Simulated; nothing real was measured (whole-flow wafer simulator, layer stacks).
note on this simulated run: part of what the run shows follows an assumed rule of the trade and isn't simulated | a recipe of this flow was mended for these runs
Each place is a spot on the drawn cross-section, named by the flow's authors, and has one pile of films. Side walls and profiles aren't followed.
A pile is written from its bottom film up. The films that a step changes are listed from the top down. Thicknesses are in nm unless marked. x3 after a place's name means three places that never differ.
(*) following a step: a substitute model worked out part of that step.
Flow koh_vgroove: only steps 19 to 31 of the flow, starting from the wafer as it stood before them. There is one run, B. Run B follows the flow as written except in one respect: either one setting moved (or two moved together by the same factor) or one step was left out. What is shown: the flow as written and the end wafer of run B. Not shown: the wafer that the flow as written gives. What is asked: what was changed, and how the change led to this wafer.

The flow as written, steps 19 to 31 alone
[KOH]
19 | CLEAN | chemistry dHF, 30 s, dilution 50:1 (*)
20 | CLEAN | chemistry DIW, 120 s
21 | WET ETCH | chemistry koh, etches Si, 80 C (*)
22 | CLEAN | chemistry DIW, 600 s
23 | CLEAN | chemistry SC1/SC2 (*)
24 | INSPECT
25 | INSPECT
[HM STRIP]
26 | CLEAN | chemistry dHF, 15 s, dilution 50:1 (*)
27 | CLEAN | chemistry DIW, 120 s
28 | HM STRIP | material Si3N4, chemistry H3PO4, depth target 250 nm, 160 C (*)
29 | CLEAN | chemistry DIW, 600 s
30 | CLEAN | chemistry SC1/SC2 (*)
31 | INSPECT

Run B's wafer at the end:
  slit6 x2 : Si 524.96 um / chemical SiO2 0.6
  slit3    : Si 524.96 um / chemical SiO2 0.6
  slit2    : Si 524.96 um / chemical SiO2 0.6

Cause: step 21, WET ETCH: chemistry koh, etches Si, 80 C (*), was not run.

How this came from the change, step by step:
  (no step that both runs have acts differently by more than 2% or 0.5 nm, whichever is larger)
